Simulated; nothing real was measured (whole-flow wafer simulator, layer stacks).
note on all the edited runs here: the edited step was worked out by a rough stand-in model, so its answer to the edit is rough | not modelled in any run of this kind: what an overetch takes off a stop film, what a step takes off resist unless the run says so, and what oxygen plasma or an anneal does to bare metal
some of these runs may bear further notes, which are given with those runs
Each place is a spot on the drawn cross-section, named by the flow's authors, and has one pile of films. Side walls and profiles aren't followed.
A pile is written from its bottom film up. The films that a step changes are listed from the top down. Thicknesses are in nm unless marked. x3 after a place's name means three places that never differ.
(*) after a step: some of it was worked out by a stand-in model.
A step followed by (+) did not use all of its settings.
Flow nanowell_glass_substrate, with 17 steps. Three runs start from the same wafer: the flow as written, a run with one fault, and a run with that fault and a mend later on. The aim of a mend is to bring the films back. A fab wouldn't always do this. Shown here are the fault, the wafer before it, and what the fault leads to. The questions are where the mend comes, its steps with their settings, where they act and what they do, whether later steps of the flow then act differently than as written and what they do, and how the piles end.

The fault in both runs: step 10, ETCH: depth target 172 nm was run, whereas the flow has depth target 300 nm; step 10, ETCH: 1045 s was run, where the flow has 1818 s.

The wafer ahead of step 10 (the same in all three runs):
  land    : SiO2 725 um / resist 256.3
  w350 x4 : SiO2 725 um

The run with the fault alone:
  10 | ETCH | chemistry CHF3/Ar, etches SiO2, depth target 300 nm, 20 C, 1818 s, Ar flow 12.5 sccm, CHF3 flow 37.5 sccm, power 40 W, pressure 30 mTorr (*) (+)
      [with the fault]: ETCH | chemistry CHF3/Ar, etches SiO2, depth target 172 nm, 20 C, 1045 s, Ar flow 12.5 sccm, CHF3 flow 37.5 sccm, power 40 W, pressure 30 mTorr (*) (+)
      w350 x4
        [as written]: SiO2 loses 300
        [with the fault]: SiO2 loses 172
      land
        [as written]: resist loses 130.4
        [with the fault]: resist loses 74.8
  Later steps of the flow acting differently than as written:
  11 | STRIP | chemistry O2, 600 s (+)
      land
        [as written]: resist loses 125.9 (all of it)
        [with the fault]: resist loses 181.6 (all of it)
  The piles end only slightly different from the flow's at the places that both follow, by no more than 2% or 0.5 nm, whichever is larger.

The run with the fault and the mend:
  After step 10 comes the mend.
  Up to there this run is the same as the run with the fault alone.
  10a | ETCH | chemistry CHF3/Ar, etches SiO2, depth target 128 nm, 20 C, 775.7 s, Ar flow 12.5 sccm, CHF3 flow 37.5 sccm, power 40 W, pressure 30 mTorr (*) (+) (the flow's step 10, run once more with other settings)
      w350 x4
        SiO2 loses 128
      land
        resist loses 55.7
  Every later step of the flow that is run acts as written at every place that is followed.
  At every place that both follow, the piles at the end match the flow's.
